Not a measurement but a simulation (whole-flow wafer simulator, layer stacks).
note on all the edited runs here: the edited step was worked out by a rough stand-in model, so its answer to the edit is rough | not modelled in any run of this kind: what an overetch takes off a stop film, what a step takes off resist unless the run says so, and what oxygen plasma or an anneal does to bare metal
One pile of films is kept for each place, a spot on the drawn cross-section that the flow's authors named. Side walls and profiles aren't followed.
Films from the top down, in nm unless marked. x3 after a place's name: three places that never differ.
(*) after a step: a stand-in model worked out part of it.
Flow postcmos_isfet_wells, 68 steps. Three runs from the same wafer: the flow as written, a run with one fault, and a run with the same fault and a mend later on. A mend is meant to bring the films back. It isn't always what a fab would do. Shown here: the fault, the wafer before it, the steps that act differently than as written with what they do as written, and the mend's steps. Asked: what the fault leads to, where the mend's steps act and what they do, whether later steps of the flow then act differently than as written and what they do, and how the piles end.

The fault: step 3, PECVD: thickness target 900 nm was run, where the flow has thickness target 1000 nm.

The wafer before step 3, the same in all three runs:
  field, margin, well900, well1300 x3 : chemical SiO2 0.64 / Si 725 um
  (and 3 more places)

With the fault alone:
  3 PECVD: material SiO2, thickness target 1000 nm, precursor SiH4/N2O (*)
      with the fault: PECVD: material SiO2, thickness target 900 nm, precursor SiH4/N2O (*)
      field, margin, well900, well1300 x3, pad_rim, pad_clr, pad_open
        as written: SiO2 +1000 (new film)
        with the fault: SiO2 +900 (new film)
  No later step of the flow acts differently than as written at any place that is followed.
  At the end the piles differ from the flow's by more than 2% or 0.5 nm, whichever is larger, at field, margin, well900, well1300 x3, pad_rim, pad_clr, pad_open.
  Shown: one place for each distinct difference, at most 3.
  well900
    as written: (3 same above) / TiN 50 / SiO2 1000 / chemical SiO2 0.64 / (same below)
    with the fault: (3 same above) / TiN 50 / SiO2 900 / chemical SiO2 0.64 / (same below)
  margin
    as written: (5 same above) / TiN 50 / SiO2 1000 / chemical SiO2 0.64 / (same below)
    with the fault: (5 same above) / TiN 50 / SiO2 900 / chemical SiO2 0.64 / (same below)
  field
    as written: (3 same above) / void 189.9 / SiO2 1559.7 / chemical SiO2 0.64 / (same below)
    with the fault: (3 same above) / void 189.9 / SiO2 1459.7 / chemical SiO2 0.64 / (same below)

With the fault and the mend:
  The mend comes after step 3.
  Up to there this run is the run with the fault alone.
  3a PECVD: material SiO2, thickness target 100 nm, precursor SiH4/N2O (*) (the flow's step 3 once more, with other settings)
      field, margin, well900, well1300 x3, pad_rim, pad_clr, pad_open
        SiO2 +100
  No later step of the flow acts differently than as written at any place that is followed.
  At the end the piles are the same as the flow's at every place that both follow.
